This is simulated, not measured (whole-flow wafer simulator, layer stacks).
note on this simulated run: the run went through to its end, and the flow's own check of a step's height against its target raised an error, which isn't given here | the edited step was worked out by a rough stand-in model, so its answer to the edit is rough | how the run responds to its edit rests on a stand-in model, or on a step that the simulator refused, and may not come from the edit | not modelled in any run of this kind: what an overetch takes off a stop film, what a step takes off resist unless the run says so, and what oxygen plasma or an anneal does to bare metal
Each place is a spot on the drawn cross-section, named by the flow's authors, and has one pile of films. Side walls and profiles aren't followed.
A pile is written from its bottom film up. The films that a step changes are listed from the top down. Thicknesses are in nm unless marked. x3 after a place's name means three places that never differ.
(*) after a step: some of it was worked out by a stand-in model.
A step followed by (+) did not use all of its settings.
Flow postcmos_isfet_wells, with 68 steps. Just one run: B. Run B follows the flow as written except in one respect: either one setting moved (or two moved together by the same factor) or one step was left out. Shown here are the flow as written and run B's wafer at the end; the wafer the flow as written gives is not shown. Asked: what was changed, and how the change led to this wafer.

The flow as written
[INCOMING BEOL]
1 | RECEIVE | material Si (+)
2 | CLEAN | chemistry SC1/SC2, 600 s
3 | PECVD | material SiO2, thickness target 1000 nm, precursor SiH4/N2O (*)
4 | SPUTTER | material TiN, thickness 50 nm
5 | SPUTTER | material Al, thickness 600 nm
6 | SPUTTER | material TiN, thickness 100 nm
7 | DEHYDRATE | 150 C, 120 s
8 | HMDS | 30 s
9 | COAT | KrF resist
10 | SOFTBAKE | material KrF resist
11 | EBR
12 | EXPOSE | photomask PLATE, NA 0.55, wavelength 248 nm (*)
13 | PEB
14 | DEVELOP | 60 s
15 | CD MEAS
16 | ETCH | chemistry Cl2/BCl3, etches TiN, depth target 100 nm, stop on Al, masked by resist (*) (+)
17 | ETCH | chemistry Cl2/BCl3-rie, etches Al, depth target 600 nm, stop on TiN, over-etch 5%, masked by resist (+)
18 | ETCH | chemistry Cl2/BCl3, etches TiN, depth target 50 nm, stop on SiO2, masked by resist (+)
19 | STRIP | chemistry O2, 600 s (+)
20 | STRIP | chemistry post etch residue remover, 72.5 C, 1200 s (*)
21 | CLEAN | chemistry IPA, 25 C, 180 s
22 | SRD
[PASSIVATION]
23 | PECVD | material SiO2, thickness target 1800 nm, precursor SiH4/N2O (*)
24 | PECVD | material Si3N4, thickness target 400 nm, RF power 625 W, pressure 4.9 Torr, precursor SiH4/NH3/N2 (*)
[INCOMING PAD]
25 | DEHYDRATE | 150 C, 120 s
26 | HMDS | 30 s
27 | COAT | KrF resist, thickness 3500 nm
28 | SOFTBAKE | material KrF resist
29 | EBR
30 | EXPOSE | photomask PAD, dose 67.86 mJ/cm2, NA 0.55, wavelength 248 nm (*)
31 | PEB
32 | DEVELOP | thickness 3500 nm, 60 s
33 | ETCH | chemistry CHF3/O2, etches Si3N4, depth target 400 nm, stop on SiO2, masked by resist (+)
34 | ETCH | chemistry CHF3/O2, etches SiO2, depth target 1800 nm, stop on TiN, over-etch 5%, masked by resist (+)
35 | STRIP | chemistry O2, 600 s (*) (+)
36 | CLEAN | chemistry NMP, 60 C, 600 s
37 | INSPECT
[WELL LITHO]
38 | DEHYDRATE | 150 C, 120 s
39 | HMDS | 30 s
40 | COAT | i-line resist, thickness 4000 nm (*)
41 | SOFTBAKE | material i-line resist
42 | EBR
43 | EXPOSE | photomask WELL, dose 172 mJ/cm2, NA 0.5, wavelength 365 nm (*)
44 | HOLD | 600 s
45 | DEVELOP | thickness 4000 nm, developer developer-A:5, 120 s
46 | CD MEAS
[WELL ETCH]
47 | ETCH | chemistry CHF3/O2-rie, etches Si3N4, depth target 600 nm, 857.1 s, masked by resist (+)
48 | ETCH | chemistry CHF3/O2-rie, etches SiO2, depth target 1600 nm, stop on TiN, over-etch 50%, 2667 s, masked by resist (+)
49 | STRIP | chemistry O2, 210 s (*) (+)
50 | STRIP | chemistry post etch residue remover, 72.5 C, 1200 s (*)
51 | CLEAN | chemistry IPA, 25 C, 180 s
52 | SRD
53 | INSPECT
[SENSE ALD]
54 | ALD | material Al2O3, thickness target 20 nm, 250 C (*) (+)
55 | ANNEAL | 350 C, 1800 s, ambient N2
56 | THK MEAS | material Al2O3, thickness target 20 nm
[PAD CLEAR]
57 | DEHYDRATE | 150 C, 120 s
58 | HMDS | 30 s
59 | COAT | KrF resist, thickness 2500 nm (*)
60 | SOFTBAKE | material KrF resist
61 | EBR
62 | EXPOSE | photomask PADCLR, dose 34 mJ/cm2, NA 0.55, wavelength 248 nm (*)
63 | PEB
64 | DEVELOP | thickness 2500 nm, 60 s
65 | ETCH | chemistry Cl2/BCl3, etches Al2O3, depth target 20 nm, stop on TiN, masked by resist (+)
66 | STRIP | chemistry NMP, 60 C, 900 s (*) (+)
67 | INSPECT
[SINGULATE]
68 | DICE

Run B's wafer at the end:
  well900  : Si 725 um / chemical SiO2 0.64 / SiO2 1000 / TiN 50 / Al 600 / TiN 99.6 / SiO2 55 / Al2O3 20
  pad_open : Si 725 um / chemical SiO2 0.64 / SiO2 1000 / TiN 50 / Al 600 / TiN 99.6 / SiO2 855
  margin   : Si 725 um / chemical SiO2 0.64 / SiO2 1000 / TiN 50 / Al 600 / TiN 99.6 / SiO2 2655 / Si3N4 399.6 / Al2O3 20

What caused this: step 23, PECVD: thickness target 2655 nm was run, though the flow has thickness target 1800 nm.
The wafer lets one read it off: margin has SiO2 2655, and step 23 as written asks for 1800 nm.

Step by step, how the change led to this:
  23 | PECVD | material SiO2, thickness target 1800 nm, precursor SiH4/N2O (*)
      margin, well900, well1300 x3, pad_rim, pad_clr, pad_open: +2655 SiO2 (new film) (it would be, as written: +1800 SiO2 (new film))
      field: +2655 SiO2 (new film), +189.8 void (new film), +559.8 SiO2 (it would be, as written: +1800 SiO2 (new film), +189.9 void (new film), +559.7 SiO2)
  34 | ETCH | chemistry CHF3/O2, etches SiO2, depth target 1800 nm, stop on TiN, over-etch 5%, masked by resist (+)
      pad_open: -1800 SiO2 (it would be, as written: -1800 SiO2 (all of it))
  48 | ETCH | chemistry CHF3/O2-rie, etches SiO2, depth target 1600 nm, stop on TiN, over-etch 50%, 2667 s, masked by resist (+)
      well900, well1300 x3: -2400 SiO2 (it would be, as written: -1600 SiO2 (all of it))
  59 | COAT | KrF resist, thickness 2500 nm (*)
      field: +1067 KrF resist (new film) (it would be, as written: +1449 KrF resist (new film))
      margin: +1066.9 KrF resist (new film) (it would be, as written: +1448.9 KrF resist (new film))
  63 | PEB
      field, margin: -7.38 KrF resist (it would be, as written: -10.1 KrF resist)
  66 | STRIP | chemistry NMP, 60 C, 900 s (*) (+)
      field: -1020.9 KrF resist (all of it) (it would be, as written: -1400.1 KrF resist (all of it))
      margin: -1020.8 KrF resist (all of it) (it would be, as written: -1400.1 KrF resist (all of it))
